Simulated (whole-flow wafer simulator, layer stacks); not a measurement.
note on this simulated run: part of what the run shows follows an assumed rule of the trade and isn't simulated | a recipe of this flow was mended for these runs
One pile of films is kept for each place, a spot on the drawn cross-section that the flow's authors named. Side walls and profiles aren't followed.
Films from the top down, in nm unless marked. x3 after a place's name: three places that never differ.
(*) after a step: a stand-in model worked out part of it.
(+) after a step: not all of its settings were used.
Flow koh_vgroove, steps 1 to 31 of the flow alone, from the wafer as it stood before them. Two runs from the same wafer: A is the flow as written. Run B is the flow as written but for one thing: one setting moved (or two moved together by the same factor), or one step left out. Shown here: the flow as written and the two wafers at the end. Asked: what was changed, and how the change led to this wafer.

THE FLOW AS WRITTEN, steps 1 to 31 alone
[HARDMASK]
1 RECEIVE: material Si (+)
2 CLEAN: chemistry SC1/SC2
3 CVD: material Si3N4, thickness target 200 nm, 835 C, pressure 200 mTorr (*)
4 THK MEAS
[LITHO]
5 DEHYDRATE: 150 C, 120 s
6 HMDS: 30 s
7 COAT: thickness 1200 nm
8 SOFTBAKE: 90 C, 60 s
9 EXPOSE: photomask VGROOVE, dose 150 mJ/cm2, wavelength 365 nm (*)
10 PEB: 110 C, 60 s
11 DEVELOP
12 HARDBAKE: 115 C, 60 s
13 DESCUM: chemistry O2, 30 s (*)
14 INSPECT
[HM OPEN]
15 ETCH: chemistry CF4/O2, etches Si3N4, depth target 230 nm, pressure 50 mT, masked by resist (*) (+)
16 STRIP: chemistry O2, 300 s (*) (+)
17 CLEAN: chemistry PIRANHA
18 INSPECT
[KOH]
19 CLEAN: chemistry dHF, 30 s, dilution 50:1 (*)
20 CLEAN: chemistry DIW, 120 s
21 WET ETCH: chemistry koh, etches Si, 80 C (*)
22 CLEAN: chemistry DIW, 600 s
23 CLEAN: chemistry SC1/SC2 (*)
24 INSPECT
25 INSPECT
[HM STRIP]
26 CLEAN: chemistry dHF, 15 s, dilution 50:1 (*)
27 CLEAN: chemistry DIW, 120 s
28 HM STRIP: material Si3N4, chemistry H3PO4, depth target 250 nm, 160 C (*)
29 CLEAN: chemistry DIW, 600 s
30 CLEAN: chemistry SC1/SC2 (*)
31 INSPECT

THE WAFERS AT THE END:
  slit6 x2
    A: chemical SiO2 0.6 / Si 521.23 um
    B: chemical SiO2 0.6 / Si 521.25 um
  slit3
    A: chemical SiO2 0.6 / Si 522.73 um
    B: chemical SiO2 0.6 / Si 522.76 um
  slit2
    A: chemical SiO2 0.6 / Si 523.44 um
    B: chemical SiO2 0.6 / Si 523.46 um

The cause: step 15, ETCH: depth target 207 nm was run, where the flow has depth target 230 nm.

How the change led to this, step by step:
  15 ETCH: chemistry CF4/O2, etches Si3N4, depth target 230 nm, pressure 50 mT, masked by resist (*) (+)
      slit3, slit2, slit6 x2: A Si3N4 -200 (all of it), chemical SiO2 -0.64 (all of it), Si -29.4 | B Si3N4 -200 (all of it), chemical SiO2 -0.64 (all of it), Si -6.36
      field: A i-line-resist -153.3 | B i-line-resist -138
